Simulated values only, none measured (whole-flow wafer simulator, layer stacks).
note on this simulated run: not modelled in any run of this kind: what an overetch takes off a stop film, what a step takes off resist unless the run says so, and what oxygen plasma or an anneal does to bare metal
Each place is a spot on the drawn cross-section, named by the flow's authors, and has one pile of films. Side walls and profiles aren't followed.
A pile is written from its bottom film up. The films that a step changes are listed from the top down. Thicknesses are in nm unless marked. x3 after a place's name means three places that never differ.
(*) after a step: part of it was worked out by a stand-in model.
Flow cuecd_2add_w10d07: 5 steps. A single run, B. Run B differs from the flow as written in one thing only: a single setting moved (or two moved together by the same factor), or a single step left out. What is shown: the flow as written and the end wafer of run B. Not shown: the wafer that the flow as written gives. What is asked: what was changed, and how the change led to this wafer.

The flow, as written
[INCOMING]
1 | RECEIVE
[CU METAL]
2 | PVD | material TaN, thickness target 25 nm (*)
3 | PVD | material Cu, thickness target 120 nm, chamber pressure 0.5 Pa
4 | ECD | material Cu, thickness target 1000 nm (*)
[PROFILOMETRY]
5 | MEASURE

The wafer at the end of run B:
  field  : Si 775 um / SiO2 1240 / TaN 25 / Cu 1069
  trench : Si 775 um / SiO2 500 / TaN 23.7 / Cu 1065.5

What caused this: step 3, PVD: thickness target 69 nm was run, while the flow as written has thickness target 120 nm.

The path from the change to this, step by step:
  3 | PVD | material Cu, thickness target 120 nm, chamber pressure 0.5 Pa
      field: +69 Cu (new film) (it would be, as written: +120 Cu (new film))
      trench: +65.5 Cu (new film) (it would be, as written: +114 Cu (new film))
